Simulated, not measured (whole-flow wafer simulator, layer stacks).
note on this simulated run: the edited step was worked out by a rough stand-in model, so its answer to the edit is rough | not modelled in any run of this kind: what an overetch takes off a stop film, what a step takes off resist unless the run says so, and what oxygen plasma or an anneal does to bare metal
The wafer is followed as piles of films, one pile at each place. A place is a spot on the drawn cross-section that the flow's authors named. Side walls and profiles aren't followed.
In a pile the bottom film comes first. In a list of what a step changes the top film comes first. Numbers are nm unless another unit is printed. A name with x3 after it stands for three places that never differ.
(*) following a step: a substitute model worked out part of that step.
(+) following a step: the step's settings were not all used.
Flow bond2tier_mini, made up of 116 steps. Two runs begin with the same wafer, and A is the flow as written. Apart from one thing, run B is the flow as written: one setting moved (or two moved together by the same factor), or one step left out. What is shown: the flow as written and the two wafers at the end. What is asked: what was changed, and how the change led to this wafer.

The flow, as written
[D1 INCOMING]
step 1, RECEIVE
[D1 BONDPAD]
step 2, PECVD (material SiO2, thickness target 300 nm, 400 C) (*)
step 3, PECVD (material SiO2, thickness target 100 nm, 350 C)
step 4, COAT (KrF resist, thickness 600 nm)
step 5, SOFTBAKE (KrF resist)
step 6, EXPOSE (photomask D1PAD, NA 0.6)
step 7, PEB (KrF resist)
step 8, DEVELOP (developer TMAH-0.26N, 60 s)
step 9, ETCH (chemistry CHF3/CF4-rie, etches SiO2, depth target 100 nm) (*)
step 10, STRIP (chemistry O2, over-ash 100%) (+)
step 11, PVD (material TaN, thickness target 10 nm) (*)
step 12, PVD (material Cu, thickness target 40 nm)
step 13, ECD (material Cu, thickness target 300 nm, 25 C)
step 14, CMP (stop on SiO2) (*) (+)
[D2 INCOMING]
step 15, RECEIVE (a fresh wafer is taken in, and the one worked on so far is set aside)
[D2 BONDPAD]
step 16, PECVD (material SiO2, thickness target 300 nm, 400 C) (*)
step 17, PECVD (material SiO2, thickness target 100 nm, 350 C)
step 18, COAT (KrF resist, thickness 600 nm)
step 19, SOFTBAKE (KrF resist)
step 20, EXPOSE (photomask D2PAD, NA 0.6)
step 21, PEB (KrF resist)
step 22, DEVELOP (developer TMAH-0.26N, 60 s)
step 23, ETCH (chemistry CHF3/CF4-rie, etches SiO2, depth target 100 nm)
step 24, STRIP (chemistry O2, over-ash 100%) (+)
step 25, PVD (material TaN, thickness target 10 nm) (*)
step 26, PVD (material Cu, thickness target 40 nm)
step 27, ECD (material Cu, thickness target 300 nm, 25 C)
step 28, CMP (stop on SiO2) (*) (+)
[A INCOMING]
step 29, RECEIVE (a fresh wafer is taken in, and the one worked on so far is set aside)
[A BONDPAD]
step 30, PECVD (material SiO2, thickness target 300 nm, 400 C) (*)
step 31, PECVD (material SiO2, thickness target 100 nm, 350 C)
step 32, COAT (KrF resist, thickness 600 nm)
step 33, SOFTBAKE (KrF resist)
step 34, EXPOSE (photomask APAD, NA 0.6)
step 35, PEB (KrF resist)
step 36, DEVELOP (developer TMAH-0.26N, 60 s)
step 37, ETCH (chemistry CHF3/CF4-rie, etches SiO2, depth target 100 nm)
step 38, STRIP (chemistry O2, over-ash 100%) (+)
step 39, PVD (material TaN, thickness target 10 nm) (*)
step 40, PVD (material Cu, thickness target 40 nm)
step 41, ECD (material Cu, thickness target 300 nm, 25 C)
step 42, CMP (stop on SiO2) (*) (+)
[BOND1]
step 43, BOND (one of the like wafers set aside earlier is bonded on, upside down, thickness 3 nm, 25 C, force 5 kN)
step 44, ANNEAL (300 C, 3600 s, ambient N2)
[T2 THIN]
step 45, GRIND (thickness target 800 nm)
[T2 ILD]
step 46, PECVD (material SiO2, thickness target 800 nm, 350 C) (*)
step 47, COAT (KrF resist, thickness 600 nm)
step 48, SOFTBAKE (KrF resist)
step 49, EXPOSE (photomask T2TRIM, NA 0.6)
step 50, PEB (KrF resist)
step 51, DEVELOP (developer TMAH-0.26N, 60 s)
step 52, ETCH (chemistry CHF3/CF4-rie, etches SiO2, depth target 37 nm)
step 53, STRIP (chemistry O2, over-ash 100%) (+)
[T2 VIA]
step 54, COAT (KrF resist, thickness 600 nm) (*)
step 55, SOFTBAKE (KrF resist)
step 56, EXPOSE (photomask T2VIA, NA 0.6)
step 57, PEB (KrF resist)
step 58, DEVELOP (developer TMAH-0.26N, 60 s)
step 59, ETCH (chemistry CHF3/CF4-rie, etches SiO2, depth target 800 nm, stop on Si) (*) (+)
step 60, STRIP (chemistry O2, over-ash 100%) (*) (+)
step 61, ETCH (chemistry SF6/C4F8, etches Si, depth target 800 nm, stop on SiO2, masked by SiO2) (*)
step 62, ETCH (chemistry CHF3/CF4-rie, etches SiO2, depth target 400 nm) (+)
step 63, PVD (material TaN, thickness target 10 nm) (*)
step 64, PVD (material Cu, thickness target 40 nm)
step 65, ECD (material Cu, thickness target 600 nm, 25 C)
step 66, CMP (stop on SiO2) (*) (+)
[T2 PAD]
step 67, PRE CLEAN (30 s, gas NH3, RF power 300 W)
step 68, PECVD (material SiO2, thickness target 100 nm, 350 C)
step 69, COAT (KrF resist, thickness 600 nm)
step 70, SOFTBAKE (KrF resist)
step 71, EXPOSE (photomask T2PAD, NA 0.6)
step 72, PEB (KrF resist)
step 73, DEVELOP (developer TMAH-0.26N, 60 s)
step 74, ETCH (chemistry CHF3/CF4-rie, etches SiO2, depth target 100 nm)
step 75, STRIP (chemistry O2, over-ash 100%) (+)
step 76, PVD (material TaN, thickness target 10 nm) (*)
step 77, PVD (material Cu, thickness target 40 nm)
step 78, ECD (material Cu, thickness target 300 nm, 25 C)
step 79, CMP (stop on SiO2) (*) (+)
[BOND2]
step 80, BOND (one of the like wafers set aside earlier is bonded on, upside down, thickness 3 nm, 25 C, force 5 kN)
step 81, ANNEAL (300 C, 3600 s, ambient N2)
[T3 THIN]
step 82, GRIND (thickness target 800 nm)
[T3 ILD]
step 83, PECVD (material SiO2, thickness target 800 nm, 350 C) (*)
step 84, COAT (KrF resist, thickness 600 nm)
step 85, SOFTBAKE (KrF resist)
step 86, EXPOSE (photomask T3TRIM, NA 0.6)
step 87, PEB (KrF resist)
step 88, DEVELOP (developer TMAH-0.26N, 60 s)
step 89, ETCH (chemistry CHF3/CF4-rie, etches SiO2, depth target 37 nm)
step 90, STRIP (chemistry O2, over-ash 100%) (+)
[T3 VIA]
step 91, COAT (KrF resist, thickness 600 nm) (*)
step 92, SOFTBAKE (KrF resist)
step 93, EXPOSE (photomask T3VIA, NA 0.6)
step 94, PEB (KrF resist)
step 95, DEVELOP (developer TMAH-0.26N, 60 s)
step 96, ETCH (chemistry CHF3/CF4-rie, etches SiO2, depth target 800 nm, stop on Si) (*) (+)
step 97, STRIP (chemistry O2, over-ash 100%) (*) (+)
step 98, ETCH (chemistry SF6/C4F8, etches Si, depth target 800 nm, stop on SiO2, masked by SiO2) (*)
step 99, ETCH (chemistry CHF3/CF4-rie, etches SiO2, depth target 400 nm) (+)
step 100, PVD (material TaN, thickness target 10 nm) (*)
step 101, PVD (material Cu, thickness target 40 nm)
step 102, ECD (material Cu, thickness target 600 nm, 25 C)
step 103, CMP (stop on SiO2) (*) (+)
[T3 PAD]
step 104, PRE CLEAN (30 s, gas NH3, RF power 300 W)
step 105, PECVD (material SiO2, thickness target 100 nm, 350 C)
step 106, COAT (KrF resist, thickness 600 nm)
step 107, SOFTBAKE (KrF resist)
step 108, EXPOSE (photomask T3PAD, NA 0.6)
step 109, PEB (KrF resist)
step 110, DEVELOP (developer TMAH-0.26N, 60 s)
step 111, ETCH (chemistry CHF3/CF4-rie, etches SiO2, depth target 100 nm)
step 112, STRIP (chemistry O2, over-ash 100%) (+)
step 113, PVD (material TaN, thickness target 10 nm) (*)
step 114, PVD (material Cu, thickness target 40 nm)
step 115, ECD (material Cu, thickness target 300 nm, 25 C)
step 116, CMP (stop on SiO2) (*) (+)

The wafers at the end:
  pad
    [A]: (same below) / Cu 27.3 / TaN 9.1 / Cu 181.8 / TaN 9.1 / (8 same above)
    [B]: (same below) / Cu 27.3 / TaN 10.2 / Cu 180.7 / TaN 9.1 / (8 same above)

Cause: step 76, PVD: thickness target 11.2 nm was run, though the flow has thickness target 10 nm.

How this came from the change, step by step:
  step 76, PVD (material TaN, thickness target 10 nm) (*)
      field: A TaN gains 10 (new film) | B TaN gains 11.2 (new film)
      pad: A TaN gains 9.1 (new film) | B TaN gains 10.2 (new film)
  step 79, CMP (stop on SiO2) (*) (+)
      field: A Cu loses 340 (all of it), TaN loses 10 (all of it) | B Cu loses 340 (all of it), TaN loses 11.2 (all of it)
